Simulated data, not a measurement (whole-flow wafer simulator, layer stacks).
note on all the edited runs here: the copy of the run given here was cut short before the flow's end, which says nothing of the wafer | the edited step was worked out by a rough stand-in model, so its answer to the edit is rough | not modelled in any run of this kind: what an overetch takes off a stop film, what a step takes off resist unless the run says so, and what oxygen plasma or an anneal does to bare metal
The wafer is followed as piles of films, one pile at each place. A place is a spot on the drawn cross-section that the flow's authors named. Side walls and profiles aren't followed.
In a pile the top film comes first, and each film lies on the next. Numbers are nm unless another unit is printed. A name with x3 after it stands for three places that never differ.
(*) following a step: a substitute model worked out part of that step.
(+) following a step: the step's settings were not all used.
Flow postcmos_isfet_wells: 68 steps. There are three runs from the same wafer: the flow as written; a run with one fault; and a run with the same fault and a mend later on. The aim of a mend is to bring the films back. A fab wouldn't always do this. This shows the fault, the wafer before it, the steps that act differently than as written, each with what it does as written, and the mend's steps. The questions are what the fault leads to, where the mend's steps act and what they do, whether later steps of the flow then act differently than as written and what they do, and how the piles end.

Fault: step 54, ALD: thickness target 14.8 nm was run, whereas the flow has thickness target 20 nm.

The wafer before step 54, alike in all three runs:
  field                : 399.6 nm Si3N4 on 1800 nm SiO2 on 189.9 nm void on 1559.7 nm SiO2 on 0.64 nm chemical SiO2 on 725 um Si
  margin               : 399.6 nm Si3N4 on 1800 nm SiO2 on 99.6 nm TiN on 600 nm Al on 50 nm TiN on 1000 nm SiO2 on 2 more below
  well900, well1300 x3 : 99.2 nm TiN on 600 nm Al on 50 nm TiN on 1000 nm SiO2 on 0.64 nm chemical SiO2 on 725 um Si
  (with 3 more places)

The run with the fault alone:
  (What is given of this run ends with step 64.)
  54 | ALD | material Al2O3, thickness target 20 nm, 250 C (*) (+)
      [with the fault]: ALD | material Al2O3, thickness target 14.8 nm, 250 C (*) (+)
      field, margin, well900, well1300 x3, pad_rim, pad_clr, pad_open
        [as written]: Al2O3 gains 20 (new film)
        [with the fault]: Al2O3 gains 14.8 (new film)
  Later steps of the flow up to step 64 that are run all act as written at every place that is followed, up to a difference of at most 2% or 0.5 nm, whichever is larger.
  After step 64, at field, margin, pad_rim, pad_clr, pad_open, the piles differ from the flow's by more than 2% or 0.5 nm, whichever is larger.
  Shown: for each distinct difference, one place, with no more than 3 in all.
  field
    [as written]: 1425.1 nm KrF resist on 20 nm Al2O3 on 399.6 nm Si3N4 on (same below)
    [with the fault]: 1412.4 nm KrF resist on 14.8 nm Al2O3 on 399.6 nm Si3N4 on (same below)
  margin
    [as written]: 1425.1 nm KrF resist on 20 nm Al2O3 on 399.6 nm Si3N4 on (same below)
    [with the fault]: 1412.3 nm KrF resist on 14.8 nm Al2O3 on 399.6 nm Si3N4 on (same below)
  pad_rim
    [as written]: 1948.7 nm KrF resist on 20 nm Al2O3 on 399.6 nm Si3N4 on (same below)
    [with the fault]: 1948.6 nm KrF resist on 14.8 nm Al2O3 on 399.6 nm Si3N4 on (same below)

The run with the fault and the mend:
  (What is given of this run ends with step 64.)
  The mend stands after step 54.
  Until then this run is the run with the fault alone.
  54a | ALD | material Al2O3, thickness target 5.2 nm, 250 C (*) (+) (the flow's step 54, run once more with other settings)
      field, margin, well900, well1300 x3, pad_rim, pad_clr, pad_open
        Al2O3 gains 5.2
  Later steps of the flow up to step 64 that are run all act as written at every place that is followed.
  The piles after step 64 are the same as the flow's at every place that both follow.
